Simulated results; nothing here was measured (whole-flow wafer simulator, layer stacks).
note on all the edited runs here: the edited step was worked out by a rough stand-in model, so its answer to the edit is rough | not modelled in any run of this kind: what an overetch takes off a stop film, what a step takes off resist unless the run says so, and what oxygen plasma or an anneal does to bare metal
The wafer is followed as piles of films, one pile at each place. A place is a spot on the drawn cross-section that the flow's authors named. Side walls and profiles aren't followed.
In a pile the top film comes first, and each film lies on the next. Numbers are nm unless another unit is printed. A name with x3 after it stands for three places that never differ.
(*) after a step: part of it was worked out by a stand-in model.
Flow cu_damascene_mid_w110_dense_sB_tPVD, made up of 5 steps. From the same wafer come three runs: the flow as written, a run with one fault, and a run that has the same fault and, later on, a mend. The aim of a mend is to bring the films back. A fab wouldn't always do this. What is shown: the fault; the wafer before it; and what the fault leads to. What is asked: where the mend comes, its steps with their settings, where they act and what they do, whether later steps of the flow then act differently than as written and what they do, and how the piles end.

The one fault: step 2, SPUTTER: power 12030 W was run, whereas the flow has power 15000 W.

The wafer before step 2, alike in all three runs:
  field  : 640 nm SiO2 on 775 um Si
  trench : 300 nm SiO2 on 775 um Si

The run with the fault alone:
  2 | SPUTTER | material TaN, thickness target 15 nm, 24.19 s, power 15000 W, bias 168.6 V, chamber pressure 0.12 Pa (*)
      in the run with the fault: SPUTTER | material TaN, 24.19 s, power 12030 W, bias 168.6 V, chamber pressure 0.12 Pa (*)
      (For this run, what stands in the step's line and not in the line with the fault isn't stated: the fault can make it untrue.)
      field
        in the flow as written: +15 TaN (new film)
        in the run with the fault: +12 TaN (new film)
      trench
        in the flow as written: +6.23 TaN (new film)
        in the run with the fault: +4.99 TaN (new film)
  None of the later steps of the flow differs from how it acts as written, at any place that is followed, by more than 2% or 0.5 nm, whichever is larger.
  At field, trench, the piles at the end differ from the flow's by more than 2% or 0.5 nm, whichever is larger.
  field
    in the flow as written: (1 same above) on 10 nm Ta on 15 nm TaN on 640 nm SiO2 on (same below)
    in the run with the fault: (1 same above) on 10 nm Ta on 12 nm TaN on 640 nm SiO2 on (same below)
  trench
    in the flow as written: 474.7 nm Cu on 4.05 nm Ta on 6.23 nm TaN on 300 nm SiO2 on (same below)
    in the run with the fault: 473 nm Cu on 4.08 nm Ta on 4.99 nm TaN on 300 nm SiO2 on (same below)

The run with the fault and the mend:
  After step 2 comes the mend.
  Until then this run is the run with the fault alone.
  2a | SPUTTER | material TaN, thickness target 3 nm, 4.794 s, power 15000 W, bias 168.6 V, chamber pressure 0.12 Pa (*) (the flow's step 2 again, with other settings)
      field
        +3 TaN
      trench
        +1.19 TaN
  None of the later steps of the flow differs from how it acts as written, at any place that is followed, by more than 2% or 0.5 nm, whichever is larger.
  The piles end only slightly different from the flow's at the places that both follow, by no more than 2% or 0.5 nm, whichever is larger.
